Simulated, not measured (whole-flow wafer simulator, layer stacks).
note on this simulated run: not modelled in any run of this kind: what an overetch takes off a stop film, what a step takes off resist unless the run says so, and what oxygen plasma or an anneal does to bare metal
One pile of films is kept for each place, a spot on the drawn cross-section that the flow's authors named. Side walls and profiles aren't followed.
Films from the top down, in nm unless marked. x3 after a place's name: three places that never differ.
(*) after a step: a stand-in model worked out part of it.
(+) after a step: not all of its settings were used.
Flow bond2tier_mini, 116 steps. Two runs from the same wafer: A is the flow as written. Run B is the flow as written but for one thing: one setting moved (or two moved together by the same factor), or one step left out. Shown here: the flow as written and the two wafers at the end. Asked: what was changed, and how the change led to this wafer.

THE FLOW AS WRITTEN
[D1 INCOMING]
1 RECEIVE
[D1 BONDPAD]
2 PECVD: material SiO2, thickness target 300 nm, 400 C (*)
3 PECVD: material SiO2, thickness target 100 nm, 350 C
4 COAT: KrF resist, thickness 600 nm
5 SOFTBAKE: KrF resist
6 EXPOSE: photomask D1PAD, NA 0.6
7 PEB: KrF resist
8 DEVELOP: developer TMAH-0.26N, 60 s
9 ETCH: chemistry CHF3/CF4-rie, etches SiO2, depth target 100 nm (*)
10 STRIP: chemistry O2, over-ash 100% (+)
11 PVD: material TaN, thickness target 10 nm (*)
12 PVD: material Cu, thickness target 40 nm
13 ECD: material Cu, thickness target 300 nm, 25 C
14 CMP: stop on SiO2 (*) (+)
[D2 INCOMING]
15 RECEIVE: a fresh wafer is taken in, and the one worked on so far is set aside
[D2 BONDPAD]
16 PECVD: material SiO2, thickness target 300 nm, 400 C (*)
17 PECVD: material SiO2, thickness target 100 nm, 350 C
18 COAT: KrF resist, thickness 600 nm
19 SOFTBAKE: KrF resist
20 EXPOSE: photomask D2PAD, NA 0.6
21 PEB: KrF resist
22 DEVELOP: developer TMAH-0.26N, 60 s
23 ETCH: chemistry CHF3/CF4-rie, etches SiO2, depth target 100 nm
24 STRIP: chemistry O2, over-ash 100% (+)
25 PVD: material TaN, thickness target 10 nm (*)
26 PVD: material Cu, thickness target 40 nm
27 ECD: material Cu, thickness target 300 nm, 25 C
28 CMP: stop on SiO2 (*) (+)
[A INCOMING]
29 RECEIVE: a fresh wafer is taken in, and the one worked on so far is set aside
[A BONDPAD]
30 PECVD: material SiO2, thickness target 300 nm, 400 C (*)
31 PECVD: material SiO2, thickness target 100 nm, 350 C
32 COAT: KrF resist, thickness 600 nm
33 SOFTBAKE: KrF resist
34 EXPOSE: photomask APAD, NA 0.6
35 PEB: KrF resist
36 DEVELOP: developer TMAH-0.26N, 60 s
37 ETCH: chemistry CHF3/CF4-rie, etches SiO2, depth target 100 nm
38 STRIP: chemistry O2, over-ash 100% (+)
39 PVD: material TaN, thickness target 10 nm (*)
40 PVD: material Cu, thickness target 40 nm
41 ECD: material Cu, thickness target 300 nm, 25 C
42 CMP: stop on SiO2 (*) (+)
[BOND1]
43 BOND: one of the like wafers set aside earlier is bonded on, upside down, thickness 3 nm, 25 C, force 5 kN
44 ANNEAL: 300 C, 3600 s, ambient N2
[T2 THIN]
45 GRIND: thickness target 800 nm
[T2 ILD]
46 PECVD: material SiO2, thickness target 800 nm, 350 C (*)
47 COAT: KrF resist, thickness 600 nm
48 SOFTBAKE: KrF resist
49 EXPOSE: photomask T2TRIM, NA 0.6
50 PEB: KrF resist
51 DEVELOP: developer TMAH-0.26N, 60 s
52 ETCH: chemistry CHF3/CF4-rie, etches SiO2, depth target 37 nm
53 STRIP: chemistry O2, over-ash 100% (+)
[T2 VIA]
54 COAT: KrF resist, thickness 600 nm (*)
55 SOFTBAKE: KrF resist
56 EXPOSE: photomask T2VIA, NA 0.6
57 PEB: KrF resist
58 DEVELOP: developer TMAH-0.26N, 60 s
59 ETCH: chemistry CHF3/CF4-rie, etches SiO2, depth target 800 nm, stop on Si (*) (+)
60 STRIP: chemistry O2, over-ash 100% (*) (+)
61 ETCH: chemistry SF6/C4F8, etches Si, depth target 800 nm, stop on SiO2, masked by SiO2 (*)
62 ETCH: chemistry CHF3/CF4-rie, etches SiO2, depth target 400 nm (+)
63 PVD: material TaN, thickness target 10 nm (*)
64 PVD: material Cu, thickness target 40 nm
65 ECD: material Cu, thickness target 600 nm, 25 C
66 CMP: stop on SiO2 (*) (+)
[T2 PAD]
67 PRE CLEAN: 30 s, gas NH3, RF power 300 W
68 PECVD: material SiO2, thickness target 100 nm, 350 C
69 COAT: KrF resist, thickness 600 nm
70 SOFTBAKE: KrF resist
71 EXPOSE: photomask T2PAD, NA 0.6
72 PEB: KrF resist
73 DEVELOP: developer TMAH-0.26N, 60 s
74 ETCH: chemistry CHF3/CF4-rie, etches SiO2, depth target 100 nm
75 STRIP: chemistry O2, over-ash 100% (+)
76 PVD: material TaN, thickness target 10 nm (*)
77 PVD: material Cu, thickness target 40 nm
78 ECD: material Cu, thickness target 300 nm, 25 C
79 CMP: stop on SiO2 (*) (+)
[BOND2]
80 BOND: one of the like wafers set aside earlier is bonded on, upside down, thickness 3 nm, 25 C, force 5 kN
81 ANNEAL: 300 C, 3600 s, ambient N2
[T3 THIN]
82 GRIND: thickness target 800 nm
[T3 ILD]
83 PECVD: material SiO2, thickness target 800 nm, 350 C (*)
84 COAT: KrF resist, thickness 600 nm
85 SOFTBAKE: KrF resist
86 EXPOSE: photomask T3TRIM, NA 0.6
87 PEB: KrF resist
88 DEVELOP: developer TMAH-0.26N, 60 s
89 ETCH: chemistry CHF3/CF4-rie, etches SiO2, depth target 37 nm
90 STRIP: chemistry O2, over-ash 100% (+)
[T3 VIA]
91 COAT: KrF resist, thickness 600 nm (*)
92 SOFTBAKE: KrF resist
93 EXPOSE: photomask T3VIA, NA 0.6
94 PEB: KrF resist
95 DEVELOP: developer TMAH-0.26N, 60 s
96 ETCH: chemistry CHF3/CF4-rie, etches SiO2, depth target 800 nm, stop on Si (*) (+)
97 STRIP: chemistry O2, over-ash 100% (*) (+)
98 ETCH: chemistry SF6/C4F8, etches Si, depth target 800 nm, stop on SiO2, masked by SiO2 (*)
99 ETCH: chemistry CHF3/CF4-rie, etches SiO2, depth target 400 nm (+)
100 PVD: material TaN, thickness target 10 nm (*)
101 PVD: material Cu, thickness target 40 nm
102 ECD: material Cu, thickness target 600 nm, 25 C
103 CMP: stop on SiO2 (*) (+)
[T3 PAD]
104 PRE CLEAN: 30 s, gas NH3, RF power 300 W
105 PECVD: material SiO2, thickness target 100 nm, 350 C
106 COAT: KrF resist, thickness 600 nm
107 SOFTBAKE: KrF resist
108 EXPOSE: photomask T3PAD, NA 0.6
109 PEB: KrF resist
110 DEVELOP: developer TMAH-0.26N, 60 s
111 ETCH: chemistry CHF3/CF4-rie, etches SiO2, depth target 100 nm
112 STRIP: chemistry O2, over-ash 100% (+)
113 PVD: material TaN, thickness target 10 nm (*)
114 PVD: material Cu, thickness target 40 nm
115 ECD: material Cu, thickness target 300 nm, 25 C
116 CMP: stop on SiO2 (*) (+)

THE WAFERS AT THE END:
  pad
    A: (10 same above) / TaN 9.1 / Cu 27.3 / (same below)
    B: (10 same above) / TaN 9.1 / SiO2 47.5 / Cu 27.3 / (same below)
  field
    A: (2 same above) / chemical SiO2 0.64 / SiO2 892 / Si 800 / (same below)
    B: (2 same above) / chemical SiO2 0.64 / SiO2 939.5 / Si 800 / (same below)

The cause: step 68, PECVD: thickness target 147.5 nm was run, where the flow has thickness target 100 nm.

How the change led to this, step by step:
  68 PECVD: material SiO2, thickness target 100 nm, 350 C
      field: A SiO2 +100 | B SiO2 +147.5
      pad: A SiO2 +100 (new film) | B SiO2 +147.5 (new film)
  74 ETCH: chemistry CHF3/CF4-rie, etches SiO2, depth target 100 nm
      pad: A SiO2 -100 (all of it) | B SiO2 -100
Counting metal films that touch as one body, pad has 4 bodies (between them, from the top down: SiO2 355 / Si 800 / chemical SiO2 0.64 / SiO2 300; SiO2 47.5; SiO2 355 / Si 800 / chemical SiO2 0.64 / SiO2 300); the flow as written gives 3 bodies (between them, from the top down: SiO2 355 / Si 800 / chemical SiO2 0.64 / SiO2 300; SiO2 355 / Si 800 / chemical SiO2 0.64 / SiO2 300).
